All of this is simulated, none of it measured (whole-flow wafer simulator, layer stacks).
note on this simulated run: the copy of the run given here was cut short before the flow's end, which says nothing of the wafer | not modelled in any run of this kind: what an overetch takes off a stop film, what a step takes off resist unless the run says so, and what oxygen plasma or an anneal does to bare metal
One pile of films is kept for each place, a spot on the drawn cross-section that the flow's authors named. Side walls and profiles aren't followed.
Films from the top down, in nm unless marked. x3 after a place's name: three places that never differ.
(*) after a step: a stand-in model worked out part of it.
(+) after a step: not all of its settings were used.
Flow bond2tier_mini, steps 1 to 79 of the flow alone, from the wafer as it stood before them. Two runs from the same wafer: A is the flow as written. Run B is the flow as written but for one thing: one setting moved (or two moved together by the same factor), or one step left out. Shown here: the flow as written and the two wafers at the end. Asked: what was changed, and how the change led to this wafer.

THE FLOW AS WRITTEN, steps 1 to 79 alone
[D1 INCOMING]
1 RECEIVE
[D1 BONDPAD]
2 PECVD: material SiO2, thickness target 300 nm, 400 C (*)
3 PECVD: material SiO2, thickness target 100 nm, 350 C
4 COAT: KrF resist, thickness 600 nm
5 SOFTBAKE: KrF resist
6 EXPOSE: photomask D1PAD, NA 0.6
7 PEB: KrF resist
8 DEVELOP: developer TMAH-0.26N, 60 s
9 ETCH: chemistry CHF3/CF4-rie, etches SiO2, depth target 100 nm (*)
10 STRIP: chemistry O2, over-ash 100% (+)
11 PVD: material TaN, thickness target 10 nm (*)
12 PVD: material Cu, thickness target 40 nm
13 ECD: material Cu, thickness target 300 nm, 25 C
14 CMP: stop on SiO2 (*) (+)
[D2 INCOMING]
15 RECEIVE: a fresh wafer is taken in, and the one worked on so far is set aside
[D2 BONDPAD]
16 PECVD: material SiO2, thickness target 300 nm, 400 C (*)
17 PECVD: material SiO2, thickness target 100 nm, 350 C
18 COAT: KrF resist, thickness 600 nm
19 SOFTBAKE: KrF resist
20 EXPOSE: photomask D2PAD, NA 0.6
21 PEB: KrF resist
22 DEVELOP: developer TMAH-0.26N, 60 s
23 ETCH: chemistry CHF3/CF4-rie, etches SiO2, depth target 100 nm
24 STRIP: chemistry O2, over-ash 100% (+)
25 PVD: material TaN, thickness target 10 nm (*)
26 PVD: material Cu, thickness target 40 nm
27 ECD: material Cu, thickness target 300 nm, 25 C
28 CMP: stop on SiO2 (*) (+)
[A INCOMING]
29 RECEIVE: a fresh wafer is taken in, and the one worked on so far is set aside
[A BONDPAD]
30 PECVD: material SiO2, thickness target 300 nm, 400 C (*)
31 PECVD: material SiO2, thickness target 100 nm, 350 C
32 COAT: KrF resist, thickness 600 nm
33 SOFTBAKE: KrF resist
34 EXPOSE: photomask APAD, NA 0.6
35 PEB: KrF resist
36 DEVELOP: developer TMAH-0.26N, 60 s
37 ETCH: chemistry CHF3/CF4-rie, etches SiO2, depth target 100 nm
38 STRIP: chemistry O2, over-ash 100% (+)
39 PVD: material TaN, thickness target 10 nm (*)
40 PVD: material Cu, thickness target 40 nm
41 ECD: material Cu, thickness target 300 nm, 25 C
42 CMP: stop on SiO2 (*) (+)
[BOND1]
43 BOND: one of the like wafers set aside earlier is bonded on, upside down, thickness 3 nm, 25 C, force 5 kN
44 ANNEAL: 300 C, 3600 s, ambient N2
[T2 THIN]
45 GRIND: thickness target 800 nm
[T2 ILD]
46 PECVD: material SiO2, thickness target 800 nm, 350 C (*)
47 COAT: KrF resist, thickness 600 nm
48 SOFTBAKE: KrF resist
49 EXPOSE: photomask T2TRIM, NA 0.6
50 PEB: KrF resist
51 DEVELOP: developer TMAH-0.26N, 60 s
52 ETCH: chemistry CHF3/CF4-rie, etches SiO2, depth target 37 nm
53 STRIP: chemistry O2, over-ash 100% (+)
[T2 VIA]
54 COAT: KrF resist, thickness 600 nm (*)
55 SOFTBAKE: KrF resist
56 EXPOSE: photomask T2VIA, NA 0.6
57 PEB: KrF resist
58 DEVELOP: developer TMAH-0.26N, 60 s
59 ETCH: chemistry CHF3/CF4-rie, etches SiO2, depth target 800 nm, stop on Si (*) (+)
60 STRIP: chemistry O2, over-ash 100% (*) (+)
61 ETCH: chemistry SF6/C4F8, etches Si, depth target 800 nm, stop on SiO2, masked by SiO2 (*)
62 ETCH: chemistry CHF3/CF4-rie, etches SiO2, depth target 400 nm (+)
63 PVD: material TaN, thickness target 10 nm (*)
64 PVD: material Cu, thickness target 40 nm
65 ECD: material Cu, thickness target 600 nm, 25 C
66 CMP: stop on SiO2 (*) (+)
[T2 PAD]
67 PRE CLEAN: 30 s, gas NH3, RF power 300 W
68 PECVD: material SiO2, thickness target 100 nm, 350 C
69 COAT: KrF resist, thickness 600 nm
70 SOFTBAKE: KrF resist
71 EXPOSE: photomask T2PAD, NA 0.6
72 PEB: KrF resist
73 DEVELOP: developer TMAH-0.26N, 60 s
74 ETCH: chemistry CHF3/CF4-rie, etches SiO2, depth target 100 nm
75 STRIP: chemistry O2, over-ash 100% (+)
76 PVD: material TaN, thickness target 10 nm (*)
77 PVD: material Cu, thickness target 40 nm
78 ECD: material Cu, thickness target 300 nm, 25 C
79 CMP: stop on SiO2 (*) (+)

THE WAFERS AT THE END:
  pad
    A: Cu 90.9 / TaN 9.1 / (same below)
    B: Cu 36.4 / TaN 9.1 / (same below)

The cause: step 78, ECD: material Cu, thickness target 300 nm, 25 C, was left out.

How the change led to this, step by step:
  79 CMP: stop on SiO2 (*) (+)
      pad: A Cu -350 | B nothing
      field: A Cu -340 (all of it), TaN -10 (all of it) | B Cu -40 (all of it), TaN -10 (all of it)
